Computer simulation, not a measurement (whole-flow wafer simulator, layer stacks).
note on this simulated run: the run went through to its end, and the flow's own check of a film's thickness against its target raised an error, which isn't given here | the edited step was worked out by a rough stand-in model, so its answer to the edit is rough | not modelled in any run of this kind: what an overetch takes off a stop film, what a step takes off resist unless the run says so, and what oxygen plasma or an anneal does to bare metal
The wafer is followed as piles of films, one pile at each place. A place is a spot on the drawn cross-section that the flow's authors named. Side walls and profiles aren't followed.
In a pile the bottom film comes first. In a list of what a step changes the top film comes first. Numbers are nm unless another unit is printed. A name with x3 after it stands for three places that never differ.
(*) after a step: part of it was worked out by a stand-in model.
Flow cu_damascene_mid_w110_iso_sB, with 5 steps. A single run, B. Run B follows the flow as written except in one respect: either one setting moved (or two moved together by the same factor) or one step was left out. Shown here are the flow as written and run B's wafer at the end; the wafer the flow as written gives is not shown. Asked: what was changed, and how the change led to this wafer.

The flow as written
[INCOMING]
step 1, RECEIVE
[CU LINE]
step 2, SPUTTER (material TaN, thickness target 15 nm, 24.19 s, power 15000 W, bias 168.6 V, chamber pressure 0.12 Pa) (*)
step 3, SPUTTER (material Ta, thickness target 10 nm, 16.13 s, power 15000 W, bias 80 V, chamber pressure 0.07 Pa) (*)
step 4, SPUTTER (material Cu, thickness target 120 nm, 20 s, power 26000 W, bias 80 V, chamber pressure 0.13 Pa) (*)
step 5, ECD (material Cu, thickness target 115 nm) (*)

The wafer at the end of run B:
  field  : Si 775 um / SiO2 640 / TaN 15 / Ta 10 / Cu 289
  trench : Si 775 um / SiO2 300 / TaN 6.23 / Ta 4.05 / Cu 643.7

Cause: step 4, SPUTTER: thickness target 174 nm was run, while the flow as written has thickness target 120 nm; step 4, SPUTTER: 29 s was run, where the flow has 20 s.

Step by step, how the change led to this:
  step 4, SPUTTER (material Cu, thickness target 120 nm, 20 s, power 26000 W, bias 80 V, chamber pressure 0.13 Pa) (*)
      field: +174 Cu (new film) (it would be, as written: +120 Cu (new film))
      trench: +72.4 Cu (new film) (it would be, as written: +49.9 Cu (new film))
  step 5, ECD (material Cu, thickness target 115 nm) (*)
      trench: +571.3 Cu (it would be, as written: +539.8 Cu)
